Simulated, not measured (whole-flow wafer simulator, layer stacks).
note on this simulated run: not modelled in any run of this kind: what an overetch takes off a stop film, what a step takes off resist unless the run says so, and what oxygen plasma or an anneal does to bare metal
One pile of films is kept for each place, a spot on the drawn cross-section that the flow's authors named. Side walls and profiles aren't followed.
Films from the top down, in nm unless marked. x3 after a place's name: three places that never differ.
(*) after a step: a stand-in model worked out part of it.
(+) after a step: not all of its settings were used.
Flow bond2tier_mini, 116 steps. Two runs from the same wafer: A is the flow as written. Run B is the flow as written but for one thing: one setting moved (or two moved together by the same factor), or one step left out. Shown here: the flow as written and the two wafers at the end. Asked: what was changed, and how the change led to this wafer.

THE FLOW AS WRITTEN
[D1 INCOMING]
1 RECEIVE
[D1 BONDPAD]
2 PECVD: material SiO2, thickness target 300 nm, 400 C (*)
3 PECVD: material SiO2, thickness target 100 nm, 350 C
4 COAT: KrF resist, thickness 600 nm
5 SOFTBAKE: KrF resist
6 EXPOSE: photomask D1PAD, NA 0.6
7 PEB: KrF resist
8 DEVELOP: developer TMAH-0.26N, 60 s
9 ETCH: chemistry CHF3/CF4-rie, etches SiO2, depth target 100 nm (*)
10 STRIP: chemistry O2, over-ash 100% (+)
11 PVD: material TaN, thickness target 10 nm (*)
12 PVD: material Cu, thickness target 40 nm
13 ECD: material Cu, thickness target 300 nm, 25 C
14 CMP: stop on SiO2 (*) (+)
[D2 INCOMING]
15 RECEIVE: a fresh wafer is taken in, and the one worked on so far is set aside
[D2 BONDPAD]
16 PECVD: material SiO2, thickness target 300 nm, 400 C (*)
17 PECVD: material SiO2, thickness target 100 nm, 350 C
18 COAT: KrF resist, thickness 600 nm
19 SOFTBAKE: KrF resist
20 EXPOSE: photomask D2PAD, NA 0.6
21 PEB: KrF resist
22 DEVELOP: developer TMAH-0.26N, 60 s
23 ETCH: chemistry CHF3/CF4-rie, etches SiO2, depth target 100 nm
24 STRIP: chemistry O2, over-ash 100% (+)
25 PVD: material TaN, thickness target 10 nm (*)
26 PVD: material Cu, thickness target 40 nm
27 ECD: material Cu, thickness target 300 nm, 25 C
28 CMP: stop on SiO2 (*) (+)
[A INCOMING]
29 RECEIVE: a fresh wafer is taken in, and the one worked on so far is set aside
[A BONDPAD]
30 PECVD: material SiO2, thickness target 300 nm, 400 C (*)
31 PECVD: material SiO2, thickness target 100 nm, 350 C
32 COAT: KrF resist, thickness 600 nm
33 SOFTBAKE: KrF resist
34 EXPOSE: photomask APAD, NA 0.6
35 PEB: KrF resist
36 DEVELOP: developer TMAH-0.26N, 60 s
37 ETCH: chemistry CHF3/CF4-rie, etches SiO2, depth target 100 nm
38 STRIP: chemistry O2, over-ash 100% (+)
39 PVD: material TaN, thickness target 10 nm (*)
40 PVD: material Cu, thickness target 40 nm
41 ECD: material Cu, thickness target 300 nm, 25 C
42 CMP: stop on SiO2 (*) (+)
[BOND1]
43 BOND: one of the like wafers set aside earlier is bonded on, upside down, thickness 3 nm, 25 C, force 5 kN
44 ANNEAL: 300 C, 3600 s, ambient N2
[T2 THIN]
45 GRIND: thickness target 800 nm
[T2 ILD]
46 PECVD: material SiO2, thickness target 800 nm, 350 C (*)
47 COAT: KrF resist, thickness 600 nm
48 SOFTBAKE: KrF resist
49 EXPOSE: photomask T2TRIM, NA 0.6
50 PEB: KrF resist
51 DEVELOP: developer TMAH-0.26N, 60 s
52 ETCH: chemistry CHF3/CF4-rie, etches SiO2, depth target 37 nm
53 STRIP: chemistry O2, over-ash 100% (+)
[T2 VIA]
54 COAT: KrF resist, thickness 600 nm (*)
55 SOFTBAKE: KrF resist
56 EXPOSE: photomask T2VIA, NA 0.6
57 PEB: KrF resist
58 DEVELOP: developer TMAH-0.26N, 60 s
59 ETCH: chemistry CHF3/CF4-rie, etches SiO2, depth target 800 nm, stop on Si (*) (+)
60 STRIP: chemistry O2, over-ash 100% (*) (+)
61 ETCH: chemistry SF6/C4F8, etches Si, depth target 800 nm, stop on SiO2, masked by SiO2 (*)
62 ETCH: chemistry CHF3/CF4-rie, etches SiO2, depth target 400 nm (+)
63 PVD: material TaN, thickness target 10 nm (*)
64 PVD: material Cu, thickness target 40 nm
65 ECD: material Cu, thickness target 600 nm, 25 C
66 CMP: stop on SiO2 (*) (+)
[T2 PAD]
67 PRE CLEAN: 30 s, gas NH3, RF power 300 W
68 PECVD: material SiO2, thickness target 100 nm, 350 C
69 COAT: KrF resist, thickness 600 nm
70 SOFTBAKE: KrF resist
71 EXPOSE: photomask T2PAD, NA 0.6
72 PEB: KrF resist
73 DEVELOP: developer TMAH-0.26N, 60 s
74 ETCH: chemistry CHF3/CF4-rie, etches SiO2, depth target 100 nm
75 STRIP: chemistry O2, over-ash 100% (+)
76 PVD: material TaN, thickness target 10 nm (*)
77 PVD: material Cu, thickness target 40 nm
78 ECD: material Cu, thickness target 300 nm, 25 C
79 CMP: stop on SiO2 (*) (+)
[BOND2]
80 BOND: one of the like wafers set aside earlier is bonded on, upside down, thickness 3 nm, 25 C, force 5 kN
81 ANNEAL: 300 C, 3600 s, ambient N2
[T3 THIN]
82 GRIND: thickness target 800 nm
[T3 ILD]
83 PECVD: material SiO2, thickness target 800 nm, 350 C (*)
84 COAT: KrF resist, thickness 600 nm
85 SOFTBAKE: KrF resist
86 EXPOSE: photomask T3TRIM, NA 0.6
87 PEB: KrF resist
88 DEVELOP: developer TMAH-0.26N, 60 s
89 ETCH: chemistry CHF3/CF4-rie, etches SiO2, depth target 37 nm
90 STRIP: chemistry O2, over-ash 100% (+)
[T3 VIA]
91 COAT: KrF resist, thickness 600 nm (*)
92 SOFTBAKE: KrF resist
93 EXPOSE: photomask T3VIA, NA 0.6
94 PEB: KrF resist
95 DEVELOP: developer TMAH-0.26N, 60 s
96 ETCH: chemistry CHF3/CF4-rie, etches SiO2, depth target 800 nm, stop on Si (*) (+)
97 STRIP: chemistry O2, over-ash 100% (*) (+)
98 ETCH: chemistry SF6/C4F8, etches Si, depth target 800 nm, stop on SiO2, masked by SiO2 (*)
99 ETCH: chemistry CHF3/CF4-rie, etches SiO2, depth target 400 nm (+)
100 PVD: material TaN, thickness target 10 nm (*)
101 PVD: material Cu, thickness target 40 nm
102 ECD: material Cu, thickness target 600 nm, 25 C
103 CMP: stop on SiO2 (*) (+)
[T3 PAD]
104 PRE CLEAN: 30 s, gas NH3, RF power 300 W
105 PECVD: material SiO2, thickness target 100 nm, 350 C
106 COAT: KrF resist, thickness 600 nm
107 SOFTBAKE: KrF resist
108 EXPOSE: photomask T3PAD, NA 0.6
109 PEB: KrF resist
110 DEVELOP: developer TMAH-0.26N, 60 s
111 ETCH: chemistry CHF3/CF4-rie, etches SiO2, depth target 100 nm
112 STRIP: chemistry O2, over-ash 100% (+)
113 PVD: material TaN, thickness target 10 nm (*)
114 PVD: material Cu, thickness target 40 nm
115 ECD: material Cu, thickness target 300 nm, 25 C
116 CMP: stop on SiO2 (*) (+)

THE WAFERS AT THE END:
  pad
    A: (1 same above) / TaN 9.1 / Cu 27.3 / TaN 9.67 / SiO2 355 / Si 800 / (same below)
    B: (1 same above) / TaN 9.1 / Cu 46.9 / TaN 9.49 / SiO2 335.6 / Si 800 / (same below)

The cause: step 89, ETCH: depth target 56.4 nm was run, where the flow has depth target 37 nm.

How the change led to this, step by step:
  89 ETCH: chemistry CHF3/CF4-rie, etches SiO2, depth target 37 nm
      field: A KrF resist -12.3 | B KrF resist -18.8
      pad: A SiO2 -37 | B SiO2 -56.4
  97 STRIP: chemistry O2, over-ash 100% (*) (+)
      field: A KrF resist -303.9 (all of it) | B KrF resist -295.7 (all of it)
      pad: A KrF resist -336 (all of it) | B KrF resist -344.5 (all of it)
  101 PVD: material Cu, thickness target 40 nm
      pad: A Cu +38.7 (new film) | B Cu +37.9 (new film)
  102 ECD: material Cu, thickness target 600 nm, 25 C
      pad: A Cu +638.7 | B Cu +659
